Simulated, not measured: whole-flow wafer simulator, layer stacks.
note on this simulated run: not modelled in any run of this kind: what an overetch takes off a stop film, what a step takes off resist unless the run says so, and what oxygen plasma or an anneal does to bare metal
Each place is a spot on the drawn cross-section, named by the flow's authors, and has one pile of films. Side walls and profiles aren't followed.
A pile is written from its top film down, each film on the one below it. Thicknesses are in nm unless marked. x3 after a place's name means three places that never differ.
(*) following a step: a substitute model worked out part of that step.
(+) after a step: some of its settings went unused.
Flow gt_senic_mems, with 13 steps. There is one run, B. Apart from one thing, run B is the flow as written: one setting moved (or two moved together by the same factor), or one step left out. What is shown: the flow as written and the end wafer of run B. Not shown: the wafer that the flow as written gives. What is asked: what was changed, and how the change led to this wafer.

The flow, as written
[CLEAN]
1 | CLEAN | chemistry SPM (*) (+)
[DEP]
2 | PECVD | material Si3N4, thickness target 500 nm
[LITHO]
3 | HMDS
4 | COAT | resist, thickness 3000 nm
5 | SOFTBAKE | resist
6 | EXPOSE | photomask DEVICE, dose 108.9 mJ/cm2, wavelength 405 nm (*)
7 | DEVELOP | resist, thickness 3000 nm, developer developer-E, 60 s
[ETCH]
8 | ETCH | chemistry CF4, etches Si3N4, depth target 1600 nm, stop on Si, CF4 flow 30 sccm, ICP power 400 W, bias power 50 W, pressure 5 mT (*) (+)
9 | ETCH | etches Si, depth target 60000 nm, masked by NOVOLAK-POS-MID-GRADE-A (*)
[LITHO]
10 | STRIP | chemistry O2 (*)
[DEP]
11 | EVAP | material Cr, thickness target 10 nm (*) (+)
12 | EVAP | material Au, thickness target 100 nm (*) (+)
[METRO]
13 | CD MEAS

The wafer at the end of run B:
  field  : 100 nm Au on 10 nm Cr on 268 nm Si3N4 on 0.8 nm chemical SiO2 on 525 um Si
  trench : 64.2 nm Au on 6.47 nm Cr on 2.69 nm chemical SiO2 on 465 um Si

Cause: step 2, PECVD: thickness target 268 nm was run, though the flow has thickness target 500 nm.
One can read it off the wafer: field has Si3N4 268, and step 2 as written asks for 500 nm.

The path from the change to this, step by step:
  2 | PECVD | material Si3N4, thickness target 500 nm
      field, trench: Si3N4 gains 268 (new film) (as written it would have been: Si3N4 gains 500 (new film))
  8 | ETCH | chemistry CF4, etches Si3N4, depth target 1600 nm, stop on Si, CF4 flow 30 sccm, ICP power 400 W, bias power 50 W, pressure 5 mT (*) (+)
      field: resist loses 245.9 (as written it would have been: resist loses 400.5)
      trench: Si3N4 loses 268 (all of it), chemical SiO2 loses 0.8 (all of it) (as written it would have been: Si3N4 loses 500 (all of it), chemical SiO2 loses 0.8 (all of it))
  10 | STRIP | chemistry O2 (*)
      field: resist loses 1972 (all of it) (as written it would have been: resist loses 1817.3 (all of it))
